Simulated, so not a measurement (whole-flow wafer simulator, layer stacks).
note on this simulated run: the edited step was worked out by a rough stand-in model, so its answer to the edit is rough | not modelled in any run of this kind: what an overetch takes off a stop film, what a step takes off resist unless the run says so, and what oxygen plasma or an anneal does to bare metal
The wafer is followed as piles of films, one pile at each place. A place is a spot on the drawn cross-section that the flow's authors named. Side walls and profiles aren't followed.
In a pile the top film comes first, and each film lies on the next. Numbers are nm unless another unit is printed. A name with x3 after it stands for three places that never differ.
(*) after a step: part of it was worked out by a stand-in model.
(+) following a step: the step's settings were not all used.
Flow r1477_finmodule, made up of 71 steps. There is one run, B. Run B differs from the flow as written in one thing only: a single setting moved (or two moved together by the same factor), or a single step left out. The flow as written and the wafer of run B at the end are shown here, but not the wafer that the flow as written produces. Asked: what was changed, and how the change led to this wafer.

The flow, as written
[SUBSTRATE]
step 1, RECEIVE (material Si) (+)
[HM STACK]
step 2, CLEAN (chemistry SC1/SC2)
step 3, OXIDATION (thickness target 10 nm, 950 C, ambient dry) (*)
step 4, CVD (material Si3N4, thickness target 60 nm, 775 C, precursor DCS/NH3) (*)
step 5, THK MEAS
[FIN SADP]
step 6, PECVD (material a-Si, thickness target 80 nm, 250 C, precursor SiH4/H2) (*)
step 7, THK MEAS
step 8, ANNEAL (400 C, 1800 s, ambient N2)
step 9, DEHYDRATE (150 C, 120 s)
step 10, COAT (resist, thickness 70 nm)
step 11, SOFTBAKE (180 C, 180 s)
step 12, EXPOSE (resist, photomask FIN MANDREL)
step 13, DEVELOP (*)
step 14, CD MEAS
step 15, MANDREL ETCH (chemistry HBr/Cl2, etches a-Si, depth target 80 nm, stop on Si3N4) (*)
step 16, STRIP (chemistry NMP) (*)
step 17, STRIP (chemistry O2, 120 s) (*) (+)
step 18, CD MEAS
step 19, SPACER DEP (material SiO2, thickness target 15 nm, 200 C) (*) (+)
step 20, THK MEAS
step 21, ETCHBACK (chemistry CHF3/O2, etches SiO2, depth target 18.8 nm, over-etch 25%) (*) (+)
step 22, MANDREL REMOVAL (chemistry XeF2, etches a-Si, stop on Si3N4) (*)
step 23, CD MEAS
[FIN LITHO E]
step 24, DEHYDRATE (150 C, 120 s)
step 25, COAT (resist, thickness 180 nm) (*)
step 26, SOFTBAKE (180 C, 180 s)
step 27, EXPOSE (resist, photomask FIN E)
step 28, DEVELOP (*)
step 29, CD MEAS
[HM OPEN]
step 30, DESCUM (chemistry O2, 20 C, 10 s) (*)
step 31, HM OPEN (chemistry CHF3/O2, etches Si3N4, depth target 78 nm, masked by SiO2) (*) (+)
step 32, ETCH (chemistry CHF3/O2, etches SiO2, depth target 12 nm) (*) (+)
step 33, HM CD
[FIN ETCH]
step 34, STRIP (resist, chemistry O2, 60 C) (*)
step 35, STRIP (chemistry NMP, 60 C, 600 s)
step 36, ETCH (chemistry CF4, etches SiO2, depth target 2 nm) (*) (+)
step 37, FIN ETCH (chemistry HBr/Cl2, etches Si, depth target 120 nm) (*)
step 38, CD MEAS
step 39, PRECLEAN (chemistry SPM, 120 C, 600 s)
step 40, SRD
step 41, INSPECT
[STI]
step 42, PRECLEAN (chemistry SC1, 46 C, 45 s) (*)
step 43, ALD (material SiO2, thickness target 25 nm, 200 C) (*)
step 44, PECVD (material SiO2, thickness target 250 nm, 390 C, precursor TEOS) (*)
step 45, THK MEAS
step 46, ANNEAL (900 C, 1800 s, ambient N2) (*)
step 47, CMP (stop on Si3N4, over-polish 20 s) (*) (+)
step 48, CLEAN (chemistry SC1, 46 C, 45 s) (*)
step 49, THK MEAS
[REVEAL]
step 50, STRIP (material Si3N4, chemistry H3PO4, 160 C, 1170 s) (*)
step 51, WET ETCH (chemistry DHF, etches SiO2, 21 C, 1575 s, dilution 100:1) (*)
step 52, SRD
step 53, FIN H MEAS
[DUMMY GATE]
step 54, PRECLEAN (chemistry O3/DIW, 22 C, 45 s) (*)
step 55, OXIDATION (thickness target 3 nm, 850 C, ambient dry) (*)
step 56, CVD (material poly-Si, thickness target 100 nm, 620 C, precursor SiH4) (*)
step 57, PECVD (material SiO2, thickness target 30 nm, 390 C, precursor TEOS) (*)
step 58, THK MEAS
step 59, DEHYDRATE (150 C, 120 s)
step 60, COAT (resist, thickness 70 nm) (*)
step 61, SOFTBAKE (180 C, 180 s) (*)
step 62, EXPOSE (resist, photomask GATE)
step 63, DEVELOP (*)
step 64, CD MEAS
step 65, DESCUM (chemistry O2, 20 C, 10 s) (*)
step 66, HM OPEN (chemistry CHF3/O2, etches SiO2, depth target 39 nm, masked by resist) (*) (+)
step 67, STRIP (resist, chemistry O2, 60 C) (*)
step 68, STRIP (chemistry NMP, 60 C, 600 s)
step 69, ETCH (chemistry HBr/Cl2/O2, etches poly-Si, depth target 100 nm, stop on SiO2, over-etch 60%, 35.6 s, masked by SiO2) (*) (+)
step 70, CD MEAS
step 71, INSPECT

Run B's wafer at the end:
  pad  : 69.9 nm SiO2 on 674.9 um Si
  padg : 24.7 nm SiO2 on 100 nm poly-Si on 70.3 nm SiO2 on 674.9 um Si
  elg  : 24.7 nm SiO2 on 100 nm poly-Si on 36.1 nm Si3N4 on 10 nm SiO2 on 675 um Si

Cause: step 37, FIN ETCH: depth target 87 nm was run, whereas the flow has depth target 120 nm.

The path from the change to this, step by step:
  step 37, FIN ETCH (chemistry HBr/Cl2, etches Si, depth target 120 nm) (*)
      pad, padg, esg and 19 more: -87 Si (in the flow as written it would be: -120 Si)
      elg, e40lg, e100lg, e200lg, elo, e40lo, e100lo, e200lo: -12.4 Si3N4 (in the flow as written it would be: -17.1 Si3N4)
      (and at 6 other places as well)
  step 43, ALD (material SiO2, thickness target 25 nm, 200 C) (*)
      s40cg, s45cg, s50cg, s40co, s45co, s50co: +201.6 SiO2 (new film) (in the flow as written it would be: +232.1 SiO2 (new film))
      esg: +166 SiO2 (new film) (in the flow as written it would be: +194.3 SiO2 (new film))
  step 47, CMP (stop on Si3N4, over-polish 20 s) (*) (+)
      pad, padg, e40sg and 11 more: -104.8 SiO2 (in the flow as written it would be: -71.8 SiO2)
      eso: -105.4 SiO2 (in the flow as written it would be: -72.4 SiO2)
  step 51, WET ETCH (chemistry DHF, etches SiO2, 21 C, 1575 s, dilution 100:1) (*)
      elg, e40lg, e100lg, e200lg, elo, e40lo, e100lo, e200lo: -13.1 SiO2 (all of it), -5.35 Si3N4 (in the flow as written it would be: -17.8 SiO2 (all of it), -4.97 Si3N4)
  step 56, CVD (material poly-Si, thickness target 100 nm, 620 C, precursor SiH4) (*)
      esg: +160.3 poly-Si (new film) (in the flow as written it would be: +156 poly-Si (new film))
  step 60, COAT (resist, thickness 70 nm) (*)
      e40sg, eso, e40so: +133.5 resist (new film) (in the flow as written it would be: +129.5 resist (new film))
      e100sg, e100so: +133.5 resist (new film) (in the flow as written it would be: +129.4 resist (new film))
      (and at 2 other places as well)
  step 63, DEVELOP (*)
      eso, e40so: -133.5 resist (all of it) (in the flow as written it would be: -129.5 resist (all of it))
      e100so: -133.5 resist (all of it) (in the flow as written it would be: -129.4 resist (all of it))
      (and at 1 other place as well)
  step 67, STRIP (resist, chemistry O2, 60 C) (*)
      e40sg: -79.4 resist (all of it) (in the flow as written it would be: -75.4 resist (all of it))
      e100sg: -79.4 resist (all of it) (in the flow as written it would be: -75.3 resist (all of it))
      (and at 1 other place as well)
